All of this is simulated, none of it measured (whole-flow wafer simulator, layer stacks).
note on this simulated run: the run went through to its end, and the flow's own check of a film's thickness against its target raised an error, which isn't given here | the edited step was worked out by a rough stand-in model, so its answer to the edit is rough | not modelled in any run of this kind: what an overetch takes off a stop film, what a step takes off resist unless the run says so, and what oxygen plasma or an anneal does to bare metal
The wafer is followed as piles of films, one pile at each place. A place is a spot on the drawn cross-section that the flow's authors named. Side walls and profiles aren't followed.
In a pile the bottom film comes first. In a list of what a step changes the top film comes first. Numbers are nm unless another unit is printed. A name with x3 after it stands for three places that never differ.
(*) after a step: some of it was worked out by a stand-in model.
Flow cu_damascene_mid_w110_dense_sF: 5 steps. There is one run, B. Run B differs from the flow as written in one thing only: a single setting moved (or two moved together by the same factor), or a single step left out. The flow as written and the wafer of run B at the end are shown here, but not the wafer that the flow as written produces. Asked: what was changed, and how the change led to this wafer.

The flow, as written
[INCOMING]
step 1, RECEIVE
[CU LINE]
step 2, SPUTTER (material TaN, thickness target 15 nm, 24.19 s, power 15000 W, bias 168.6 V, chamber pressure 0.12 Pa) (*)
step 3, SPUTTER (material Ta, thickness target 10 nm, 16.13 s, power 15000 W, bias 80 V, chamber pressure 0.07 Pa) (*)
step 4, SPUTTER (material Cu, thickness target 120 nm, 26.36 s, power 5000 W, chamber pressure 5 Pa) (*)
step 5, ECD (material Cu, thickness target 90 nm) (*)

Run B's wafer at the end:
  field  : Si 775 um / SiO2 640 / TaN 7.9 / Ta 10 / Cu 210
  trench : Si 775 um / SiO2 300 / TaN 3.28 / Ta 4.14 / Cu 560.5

What caused this: step 2, SPUTTER: thickness target 7.9 nm was run, while the flow as written has thickness target 15 nm; step 2, SPUTTER: 12.7 s was run, where the flow has 24.19 s.
The wafer lets one read it off: field has TaN 7.9, and step 2 as written asks for 15 nm.

How this came from the change, step by step:
  step 2, SPUTTER (material TaN, thickness target 15 nm, 24.19 s, power 15000 W, bias 168.6 V, chamber pressure 0.12 Pa) (*)
      field: TaN gains 7.9 (new film) (in the flow as written it would be: TaN gains 15 (new film))
      trench: TaN gains 3.28 (new film) (in the flow as written it would be: TaN gains 6.23 (new film))
  step 4, SPUTTER (material Cu, thickness target 120 nm, 26.36 s, power 5000 W, chamber pressure 5 Pa) (*)
      trench: Cu gains 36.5 (new film) (in the flow as written it would be: Cu gains 35.7 (new film))
